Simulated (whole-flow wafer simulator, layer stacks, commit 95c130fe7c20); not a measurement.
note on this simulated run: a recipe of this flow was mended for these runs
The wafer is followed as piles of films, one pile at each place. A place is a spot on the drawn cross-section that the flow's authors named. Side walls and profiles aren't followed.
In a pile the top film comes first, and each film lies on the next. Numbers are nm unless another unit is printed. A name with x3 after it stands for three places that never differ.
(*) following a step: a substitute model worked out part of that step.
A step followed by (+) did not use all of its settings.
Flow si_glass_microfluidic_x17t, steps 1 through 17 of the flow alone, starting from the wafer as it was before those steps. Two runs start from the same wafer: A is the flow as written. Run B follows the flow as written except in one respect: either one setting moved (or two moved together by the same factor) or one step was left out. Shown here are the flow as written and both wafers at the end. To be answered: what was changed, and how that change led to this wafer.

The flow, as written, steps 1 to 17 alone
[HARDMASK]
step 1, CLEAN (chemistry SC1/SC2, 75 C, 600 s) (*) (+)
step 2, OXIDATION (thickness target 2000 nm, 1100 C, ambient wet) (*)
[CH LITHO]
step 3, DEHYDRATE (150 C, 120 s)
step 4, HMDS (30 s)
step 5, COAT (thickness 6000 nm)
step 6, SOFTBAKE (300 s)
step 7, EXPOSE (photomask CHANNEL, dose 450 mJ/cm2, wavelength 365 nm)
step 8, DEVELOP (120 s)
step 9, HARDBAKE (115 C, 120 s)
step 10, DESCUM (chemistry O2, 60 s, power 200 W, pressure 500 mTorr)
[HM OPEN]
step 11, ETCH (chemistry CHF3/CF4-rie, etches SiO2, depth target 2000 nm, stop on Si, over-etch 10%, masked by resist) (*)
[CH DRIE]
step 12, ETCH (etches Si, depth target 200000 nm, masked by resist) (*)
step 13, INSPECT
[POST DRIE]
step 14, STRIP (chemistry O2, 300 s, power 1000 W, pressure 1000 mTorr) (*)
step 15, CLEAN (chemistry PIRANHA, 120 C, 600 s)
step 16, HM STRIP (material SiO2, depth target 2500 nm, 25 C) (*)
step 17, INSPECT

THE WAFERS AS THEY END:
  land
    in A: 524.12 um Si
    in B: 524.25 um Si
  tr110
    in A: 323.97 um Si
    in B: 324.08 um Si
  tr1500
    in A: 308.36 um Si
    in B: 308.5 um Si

Cause: step 2, OXIDATION: thickness target 1700 nm was run, whereas the flow has thickness target 2000 nm.

How this came from the change, step by step:
  step 2, OXIDATION (thickness target 2000 nm, 1100 C, ambient wet) (*)
      land, tr110, tr1500, tr15: A SiO2 gains 2000 (new film), chemical SiO2 loses 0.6 (all of it), Si loses 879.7 | B SiO2 gains 1700 (new film), chemical SiO2 loses 0.6 (all of it), Si loses 747.7
  step 11, ETCH (chemistry CHF3/CF4-rie, etches SiO2, depth target 2000 nm, stop on Si, over-etch 10%, masked by resist) (*)
      tr110, tr1500, tr15: A SiO2 loses 2000 (all of it), Si loses 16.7 | B SiO2 loses 1700 (all of it), Si loses 41.7
      land: A thick-i-line-resist loses 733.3 | B thick-i-line-resist loses 623.3
  step 12, ETCH (etches Si, depth target 200000 nm, masked by resist) (*)
      tr1500: A Si loses 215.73 um | B Si loses 215.71 um
      tr15: A Si loses 149.99 um | B Si loses 150.05 um
  step 14, STRIP (chemistry O2, 300 s, power 1000 W, pressure 1000 mTorr) (*)
      land: A thick-i-line-resist loses 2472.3 (all of it) | B thick-i-line-resist loses 2582.6 (all of it)
  step 16, HM STRIP (material SiO2, depth target 2500 nm, 25 C) (*)
      land: A SiO2 loses 2000 (all of it) | B SiO2 loses 1700 (all of it)
